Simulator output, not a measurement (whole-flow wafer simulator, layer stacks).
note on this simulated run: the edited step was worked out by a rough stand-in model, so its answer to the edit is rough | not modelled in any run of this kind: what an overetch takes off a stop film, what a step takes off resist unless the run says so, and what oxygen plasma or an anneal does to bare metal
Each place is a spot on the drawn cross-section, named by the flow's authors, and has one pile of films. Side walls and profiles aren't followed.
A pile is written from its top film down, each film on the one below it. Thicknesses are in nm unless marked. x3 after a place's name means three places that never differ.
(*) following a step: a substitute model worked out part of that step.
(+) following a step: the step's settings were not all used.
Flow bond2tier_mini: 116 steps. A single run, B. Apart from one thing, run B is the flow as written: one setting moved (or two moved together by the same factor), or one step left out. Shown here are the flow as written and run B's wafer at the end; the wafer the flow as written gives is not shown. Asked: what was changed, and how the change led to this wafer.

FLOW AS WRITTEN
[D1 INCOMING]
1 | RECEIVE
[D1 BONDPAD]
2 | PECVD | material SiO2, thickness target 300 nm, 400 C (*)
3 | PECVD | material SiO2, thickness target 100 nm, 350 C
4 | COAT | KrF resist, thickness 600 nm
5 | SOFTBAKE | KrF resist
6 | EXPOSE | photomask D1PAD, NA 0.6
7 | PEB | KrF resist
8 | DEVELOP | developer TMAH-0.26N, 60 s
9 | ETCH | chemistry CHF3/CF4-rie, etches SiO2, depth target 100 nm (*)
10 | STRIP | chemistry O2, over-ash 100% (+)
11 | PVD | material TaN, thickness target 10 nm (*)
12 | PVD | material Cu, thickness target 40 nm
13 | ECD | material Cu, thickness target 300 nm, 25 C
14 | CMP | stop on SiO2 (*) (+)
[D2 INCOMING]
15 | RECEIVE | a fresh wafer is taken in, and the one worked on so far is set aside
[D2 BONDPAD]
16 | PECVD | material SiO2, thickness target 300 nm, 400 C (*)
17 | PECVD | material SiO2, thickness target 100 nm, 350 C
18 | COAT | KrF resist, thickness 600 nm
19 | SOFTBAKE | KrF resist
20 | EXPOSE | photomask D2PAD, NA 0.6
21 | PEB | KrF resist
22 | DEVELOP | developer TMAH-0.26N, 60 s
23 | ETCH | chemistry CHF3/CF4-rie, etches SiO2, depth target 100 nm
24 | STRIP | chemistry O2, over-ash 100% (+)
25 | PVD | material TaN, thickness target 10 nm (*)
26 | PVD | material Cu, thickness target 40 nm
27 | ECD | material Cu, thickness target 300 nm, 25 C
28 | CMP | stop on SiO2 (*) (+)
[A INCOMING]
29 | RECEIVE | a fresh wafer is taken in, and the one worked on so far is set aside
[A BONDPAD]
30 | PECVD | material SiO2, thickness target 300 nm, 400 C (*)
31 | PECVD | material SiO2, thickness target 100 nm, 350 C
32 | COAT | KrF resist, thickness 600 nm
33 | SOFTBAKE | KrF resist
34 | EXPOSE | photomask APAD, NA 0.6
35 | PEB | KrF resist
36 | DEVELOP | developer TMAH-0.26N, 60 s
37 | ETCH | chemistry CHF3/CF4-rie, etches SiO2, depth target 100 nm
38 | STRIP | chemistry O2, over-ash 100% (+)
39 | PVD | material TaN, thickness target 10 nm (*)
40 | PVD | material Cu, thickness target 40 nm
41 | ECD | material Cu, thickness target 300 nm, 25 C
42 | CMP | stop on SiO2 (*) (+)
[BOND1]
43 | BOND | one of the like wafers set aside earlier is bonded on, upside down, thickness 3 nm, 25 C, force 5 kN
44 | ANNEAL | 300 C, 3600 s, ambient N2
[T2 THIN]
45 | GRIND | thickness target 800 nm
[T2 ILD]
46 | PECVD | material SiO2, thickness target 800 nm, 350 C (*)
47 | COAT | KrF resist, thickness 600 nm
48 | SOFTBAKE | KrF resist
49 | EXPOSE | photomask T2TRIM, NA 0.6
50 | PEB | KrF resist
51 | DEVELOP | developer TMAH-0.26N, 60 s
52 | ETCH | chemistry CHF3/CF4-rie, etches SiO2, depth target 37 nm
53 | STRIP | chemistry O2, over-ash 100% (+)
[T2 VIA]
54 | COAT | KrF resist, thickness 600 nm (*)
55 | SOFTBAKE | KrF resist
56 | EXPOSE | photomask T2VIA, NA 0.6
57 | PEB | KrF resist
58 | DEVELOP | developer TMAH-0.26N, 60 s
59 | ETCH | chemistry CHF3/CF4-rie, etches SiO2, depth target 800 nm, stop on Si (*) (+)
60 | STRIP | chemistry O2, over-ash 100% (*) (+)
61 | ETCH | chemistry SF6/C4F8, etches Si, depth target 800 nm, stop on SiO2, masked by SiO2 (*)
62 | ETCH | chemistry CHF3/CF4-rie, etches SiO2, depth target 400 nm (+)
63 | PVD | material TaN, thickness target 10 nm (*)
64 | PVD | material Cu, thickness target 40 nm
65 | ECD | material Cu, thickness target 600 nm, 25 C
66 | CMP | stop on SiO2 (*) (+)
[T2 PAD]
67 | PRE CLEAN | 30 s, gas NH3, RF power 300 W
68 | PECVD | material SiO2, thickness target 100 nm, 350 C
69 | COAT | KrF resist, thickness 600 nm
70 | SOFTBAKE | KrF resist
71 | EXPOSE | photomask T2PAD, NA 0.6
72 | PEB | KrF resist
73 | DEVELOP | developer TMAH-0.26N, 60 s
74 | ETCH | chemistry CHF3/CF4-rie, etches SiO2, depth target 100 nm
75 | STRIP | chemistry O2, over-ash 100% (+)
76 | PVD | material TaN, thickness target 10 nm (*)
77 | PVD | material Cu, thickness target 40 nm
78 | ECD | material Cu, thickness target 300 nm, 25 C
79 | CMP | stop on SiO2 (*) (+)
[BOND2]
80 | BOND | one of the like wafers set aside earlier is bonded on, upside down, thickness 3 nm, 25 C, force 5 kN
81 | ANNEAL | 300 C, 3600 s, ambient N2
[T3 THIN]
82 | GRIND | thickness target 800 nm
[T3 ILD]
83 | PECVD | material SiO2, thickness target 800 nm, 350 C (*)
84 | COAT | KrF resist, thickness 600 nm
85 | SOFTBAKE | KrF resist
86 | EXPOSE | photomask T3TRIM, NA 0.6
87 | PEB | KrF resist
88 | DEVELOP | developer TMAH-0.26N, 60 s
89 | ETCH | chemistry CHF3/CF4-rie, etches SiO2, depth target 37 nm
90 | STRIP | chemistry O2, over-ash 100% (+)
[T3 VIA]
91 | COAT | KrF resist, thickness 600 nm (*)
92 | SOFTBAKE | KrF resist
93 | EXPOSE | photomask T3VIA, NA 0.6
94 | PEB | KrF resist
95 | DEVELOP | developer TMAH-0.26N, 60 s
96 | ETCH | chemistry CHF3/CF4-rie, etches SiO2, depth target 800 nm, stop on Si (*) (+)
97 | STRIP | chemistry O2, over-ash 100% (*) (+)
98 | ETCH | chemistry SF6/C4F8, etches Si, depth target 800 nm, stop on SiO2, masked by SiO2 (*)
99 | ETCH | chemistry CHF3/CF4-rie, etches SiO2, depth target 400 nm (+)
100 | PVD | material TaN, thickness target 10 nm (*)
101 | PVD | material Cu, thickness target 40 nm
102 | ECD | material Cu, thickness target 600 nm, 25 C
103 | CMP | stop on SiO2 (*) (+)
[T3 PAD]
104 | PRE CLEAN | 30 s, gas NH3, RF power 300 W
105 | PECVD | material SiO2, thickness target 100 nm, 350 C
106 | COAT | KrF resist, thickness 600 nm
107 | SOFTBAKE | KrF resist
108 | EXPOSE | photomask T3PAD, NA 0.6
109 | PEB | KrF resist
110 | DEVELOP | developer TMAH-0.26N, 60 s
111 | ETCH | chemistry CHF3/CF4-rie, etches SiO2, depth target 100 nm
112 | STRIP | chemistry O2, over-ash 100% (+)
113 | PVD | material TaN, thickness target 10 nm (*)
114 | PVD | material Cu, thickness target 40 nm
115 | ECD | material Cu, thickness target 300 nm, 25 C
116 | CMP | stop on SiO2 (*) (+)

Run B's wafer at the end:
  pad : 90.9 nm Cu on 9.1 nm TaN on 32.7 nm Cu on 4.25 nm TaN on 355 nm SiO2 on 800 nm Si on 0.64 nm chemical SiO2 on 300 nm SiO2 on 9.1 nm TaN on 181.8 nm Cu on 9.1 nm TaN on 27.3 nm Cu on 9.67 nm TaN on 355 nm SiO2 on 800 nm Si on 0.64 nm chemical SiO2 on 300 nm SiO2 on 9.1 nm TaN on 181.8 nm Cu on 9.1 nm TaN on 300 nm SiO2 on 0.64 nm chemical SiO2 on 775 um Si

What caused this: step 100, PVD: thickness target 4.4 nm was run, while the flow as written has thickness target 10 nm.

How this came from the change, step by step:
  100 | PVD | material TaN, thickness target 10 nm (*)
      field: TaN gains 4.4 (new film) (as written it would have been: TaN gains 10 (new film))
      pad: TaN gains 4.25 (new film) (as written it would have been: TaN gains 9.67 (new film))
  103 | CMP | stop on SiO2 (*) (+)
      field: Cu loses 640 (all of it), TaN loses 4.4 (all of it) (as written it would have been: Cu loses 640 (all of it), TaN loses 10 (all of it))
